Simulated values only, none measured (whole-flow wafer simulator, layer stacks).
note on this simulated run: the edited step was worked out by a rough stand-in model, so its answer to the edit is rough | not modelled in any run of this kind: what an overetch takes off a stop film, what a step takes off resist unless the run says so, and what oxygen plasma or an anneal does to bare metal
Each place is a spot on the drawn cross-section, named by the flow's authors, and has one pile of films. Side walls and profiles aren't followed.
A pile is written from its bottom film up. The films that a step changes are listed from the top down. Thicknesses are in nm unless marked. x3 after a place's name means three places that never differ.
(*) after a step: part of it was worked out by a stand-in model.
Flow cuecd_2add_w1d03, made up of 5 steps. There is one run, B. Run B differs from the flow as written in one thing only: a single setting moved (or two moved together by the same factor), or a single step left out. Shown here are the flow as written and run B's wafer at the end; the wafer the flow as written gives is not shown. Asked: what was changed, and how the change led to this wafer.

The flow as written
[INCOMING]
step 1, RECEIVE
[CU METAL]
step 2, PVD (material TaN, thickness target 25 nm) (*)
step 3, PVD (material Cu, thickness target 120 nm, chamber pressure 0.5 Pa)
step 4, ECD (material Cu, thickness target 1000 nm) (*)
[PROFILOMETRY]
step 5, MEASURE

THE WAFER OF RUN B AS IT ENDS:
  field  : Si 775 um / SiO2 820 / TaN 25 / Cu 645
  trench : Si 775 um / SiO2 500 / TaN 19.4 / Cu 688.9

Cause: step 4, ECD: thickness target 525 nm was run, whereas the flow has thickness target 1000 nm.

The path from the change to this, step by step:
  step 4, ECD (material Cu, thickness target 1000 nm) (*)
      field: Cu gains 525 (as written it would have been: Cu gains 1000)
      trench: Cu gains 595.4 (as written it would have been: Cu gains 1226.8)
